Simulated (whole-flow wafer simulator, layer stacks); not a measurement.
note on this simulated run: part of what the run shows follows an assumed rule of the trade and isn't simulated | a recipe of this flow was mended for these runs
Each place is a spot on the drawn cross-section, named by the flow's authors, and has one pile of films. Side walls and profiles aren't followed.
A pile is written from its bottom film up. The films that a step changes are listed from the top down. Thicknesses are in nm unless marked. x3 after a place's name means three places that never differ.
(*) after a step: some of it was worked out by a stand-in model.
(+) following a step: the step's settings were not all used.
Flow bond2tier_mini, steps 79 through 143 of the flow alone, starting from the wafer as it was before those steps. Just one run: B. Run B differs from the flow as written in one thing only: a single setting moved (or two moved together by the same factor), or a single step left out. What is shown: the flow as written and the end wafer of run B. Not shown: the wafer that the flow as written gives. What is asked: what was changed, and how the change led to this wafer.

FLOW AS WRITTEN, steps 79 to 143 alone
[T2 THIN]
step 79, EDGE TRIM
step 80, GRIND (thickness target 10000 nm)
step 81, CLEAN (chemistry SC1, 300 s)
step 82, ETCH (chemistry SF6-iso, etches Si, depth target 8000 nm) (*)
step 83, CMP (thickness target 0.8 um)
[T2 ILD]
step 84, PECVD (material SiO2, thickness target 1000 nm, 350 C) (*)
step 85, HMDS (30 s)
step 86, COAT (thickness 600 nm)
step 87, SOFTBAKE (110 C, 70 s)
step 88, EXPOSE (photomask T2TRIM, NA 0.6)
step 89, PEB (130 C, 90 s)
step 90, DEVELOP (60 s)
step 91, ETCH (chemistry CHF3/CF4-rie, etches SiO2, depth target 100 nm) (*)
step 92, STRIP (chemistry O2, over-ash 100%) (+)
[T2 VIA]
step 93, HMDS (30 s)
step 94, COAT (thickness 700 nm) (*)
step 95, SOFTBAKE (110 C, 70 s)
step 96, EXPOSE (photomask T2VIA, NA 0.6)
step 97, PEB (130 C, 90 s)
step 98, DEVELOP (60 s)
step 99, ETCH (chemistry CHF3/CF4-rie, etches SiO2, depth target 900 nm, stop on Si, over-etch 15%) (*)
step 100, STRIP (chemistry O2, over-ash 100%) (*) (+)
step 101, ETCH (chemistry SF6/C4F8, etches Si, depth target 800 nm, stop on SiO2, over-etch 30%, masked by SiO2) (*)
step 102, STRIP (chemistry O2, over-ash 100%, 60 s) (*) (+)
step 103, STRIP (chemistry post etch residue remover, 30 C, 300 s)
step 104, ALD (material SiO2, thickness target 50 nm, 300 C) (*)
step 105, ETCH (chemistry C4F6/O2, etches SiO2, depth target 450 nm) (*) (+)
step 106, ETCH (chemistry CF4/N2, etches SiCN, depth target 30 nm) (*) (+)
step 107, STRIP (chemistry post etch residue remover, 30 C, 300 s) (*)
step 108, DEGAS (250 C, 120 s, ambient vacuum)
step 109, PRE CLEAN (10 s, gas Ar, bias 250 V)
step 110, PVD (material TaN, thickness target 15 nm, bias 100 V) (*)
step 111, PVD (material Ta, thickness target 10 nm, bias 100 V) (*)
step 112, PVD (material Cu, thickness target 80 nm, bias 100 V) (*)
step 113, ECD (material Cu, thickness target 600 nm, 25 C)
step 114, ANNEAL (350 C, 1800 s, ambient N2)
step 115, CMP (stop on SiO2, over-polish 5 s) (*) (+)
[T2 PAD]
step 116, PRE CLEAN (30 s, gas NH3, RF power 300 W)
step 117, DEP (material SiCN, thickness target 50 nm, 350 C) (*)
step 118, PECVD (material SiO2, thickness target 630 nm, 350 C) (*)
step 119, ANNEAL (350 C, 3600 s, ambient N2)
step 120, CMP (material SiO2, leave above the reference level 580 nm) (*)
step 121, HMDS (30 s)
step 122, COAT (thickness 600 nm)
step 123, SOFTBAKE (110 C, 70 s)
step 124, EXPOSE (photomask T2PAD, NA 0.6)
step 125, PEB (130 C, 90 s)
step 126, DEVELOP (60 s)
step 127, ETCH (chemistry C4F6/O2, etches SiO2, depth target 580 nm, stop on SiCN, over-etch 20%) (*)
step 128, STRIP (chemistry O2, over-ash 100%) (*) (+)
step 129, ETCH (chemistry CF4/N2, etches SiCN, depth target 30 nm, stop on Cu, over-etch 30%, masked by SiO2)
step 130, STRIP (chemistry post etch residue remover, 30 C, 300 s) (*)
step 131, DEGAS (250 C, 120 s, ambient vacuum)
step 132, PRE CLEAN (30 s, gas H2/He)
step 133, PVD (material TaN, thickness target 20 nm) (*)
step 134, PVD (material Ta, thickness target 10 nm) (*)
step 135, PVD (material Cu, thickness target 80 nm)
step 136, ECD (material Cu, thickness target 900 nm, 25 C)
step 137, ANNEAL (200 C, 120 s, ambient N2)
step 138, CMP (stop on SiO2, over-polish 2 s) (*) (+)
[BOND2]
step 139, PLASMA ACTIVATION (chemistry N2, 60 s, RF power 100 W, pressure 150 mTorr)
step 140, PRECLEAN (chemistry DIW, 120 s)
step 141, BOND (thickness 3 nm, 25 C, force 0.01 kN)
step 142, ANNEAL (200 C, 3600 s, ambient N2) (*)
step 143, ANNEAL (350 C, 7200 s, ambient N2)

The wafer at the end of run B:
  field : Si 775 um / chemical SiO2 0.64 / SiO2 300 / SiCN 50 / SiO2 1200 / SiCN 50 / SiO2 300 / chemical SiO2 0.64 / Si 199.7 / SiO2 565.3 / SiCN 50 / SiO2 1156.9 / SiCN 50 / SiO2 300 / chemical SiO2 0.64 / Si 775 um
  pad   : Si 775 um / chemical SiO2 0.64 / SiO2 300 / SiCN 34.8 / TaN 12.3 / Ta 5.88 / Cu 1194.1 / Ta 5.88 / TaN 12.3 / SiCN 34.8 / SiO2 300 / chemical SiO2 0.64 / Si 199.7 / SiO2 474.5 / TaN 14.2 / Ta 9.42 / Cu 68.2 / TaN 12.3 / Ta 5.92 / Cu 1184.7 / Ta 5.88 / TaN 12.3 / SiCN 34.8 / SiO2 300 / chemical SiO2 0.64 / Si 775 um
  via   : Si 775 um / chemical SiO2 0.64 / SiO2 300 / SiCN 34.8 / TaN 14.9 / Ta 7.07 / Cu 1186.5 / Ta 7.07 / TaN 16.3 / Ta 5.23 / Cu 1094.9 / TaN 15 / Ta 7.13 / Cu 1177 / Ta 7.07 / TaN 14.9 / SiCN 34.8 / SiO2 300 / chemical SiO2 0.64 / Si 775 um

The reason: step 82, ETCH: depth target 9800 nm was run, though the flow has depth target 8000 nm.

The path from the change to this, step by step:
  step 82, ETCH (chemistry SF6-iso, etches Si, depth target 8000 nm) (*)
      field, pad, via: chemical SiO2 loses 0.6 (all of it), Si loses 9800 (in the flow as written it would be: chemical SiO2 loses 0.6 (all of it), Si loses 8000)
  step 83, CMP (thickness target 0.8 um)
      field, pad, via: nothing (in the flow as written it would be: Si loses 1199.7)
  step 101, ETCH (chemistry SF6/C4F8, etches Si, depth target 800 nm, stop on SiO2, over-etch 30%, masked by SiO2) (*)
      field, pad: SiO2 loses 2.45 (in the flow as written it would be: SiO2 loses 10.3)
      via: Si loses 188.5 (all of it), chemical SiO2 loses 0.64 (all of it), SiO2 loses 7.87 (in the flow as written it would be: Si loses 788.8 (all of it), chemical SiO2 loses 0.64 (all of it), SiO2 loses 1.87)
  step 105, ETCH (chemistry C4F6/O2, etches SiO2, depth target 450 nm) (*) (+)
      via: SiO2 loses 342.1 (all of it), SiCN loses 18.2 (in the flow as written it would be: SiO2 loses 348.1 (all of it), SiCN loses 17.2)
  step 106, ETCH (chemistry CF4/N2, etches SiCN, depth target 30 nm) (*) (+)
      via: SiCN loses 16.6 (all of it), TaN loses 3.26 (in the flow as written it would be: SiCN loses 17.6 (all of it), TaN loses 3.01)
  step 110, PVD (material TaN, thickness target 15 nm, bias 100 V) (*)
      via: TaN gains 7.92 (in the flow as written it would be: TaN gains 6.94)
  step 111, PVD (material Ta, thickness target 10 nm, bias 100 V) (*)
      via: Ta gains 5.23 (new film) (in the flow as written it would be: Ta gains 4.57 (new film))
  step 112, PVD (material Cu, thickness target 80 nm, bias 100 V) (*)
      via: Cu gains 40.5 (new film) (in the flow as written it would be: Cu gains 35 (new film))
  step 113, ECD (material Cu, thickness target 600 nm, 25 C)
      via: Cu gains 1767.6 (in the flow as written it would be: Cu gains 2367)
